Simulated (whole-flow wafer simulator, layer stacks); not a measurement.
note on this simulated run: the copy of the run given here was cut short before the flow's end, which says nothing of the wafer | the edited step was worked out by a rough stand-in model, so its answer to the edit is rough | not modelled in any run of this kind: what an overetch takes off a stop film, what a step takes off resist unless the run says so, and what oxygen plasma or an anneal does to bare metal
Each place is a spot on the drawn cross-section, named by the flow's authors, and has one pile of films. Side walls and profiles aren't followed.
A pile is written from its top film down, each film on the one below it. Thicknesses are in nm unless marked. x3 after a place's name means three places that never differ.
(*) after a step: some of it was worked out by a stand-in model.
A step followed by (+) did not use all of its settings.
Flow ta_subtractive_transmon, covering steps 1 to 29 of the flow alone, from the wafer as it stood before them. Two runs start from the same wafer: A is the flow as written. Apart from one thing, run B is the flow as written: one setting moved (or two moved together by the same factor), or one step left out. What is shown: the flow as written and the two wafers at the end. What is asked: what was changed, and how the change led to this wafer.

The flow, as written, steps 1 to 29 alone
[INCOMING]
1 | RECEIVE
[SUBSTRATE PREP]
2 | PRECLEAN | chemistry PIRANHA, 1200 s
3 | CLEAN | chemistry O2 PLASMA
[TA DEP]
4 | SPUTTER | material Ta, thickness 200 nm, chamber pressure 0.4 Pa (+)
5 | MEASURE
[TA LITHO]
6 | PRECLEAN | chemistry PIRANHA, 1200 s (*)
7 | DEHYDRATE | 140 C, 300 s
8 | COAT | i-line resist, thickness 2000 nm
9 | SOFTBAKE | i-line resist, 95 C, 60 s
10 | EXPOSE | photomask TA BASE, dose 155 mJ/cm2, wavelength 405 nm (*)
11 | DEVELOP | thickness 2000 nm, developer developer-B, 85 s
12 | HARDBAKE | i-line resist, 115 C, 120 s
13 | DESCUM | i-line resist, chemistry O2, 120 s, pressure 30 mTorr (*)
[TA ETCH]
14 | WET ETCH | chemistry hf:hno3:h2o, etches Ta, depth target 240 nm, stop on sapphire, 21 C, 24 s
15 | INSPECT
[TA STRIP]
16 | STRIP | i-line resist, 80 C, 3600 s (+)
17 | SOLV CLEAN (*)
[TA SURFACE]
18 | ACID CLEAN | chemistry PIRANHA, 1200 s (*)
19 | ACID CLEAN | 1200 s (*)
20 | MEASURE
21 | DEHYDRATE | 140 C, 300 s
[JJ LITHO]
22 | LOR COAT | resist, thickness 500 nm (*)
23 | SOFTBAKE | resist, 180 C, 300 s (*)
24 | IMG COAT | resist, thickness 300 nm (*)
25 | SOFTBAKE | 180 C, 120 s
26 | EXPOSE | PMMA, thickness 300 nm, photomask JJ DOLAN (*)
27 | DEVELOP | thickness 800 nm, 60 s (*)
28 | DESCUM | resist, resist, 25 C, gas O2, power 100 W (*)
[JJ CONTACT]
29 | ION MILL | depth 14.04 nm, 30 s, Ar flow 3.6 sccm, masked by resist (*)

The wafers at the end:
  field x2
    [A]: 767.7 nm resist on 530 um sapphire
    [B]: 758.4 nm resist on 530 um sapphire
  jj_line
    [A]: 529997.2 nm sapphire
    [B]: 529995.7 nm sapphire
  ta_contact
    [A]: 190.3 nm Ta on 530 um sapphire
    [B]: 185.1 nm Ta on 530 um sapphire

What caused this: step 29, ION MILL: 46.5 s was run, though the flow has 30 s.

How this came from the change, step by step:
  29 | ION MILL | depth 14.04 nm, 30 s, Ar flow 3.6 sccm, masked by resist (*)
      field x2, ta_pad: A -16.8 resist | B -26 resist
      jj_line, lead: A -2.8 sapphire | B -4.34 sapphire
      (also at 1 further place)
